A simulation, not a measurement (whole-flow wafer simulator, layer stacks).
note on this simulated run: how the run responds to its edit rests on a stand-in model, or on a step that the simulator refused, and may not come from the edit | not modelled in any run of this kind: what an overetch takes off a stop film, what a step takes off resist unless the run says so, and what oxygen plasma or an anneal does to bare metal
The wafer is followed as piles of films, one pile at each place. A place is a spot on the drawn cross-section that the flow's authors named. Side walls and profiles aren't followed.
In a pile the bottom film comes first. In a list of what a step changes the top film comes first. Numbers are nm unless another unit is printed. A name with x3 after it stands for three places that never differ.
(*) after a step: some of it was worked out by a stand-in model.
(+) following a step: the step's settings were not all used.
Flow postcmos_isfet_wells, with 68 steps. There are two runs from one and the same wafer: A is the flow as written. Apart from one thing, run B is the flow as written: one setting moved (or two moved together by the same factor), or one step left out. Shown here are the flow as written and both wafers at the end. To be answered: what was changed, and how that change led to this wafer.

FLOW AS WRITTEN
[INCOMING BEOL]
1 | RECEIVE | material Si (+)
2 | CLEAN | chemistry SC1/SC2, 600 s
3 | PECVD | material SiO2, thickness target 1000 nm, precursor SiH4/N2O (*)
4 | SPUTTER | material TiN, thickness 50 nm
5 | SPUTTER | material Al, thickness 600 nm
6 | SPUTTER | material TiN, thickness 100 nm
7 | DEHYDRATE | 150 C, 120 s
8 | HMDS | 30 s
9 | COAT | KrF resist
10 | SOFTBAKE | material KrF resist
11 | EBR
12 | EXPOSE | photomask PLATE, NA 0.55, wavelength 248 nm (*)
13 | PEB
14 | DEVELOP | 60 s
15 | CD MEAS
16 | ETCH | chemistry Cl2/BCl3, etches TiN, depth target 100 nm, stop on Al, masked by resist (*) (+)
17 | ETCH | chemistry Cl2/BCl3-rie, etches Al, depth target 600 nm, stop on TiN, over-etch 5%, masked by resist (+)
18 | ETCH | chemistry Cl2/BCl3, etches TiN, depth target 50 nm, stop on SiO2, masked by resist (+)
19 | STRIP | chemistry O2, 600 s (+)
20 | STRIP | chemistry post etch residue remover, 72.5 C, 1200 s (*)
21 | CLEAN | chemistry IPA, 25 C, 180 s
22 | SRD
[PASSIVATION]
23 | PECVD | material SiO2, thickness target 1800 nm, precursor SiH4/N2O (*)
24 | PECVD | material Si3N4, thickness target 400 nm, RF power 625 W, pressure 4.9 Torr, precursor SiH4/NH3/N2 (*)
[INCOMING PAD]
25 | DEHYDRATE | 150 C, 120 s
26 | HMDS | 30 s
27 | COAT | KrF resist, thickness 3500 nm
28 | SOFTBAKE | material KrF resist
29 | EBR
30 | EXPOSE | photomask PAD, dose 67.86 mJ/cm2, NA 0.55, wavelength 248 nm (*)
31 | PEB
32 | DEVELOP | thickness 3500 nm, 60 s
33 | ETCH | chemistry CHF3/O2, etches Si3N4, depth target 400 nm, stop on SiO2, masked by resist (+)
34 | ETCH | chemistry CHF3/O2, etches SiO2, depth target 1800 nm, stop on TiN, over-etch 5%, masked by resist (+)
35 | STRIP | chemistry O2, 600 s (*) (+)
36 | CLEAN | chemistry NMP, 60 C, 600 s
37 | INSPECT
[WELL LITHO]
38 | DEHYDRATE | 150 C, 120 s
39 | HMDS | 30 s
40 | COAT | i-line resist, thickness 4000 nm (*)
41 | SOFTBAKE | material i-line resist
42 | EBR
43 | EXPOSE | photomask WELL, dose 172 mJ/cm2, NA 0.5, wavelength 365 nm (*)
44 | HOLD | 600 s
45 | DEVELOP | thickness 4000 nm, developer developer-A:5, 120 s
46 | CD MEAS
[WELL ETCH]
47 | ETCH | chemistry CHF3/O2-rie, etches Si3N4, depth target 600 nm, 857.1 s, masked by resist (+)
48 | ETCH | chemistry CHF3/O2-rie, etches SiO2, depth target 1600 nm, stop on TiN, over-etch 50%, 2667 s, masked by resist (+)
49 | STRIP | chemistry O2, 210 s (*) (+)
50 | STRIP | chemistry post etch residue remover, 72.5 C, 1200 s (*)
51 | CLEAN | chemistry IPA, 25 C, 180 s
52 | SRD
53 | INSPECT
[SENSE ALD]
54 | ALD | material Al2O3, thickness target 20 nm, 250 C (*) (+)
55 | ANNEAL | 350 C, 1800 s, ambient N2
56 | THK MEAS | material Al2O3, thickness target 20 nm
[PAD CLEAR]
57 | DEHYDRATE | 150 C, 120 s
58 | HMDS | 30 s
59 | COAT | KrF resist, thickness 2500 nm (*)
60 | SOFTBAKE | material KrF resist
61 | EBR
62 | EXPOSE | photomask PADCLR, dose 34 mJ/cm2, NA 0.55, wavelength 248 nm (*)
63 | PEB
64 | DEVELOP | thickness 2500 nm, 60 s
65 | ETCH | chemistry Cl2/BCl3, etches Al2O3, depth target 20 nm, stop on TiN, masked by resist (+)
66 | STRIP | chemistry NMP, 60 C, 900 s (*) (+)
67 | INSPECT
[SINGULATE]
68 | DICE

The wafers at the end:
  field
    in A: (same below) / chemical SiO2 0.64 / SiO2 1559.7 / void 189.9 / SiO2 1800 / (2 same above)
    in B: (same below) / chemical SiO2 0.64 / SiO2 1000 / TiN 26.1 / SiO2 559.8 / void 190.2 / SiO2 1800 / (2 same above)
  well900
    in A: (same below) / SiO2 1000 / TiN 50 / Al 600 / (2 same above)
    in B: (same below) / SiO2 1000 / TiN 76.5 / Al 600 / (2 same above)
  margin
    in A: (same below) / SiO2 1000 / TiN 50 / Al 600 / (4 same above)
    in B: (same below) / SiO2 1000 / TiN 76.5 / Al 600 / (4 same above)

The reason: step 4, SPUTTER: thickness 76.5 nm was run, though the flow has thickness 50 nm.
The wafer itself shows it: well900 has TiN 76.5, and step 4 as written asks for 50 nm.

Step by step, how the change led to this:
  4 | SPUTTER | material TiN, thickness 50 nm
      field, margin, well900, well1300 x3, pad_rim, pad_clr, pad_open: A TiN gains 50 (new film) | B TiN gains 76.5 (new film)
  18 | ETCH | chemistry Cl2/BCl3, etches TiN, depth target 50 nm, stop on SiO2, masked by resist (+)
      field: A TiN loses 50 (all of it) | B TiN loses 50
  23 | PECVD | material SiO2, thickness target 1800 nm, precursor SiH4/N2O (*)
      field: A SiO2 gains 1800 (new film), void gains 189.9 (new film), SiO2 gains 559.7 | B SiO2 gains 1800 (new film), void gains 190.2 (new film), SiO2 gains 559.8 (new film)
With metal films that touch counted as one body, field has 1 body; the flow as written gives 0 bodies.
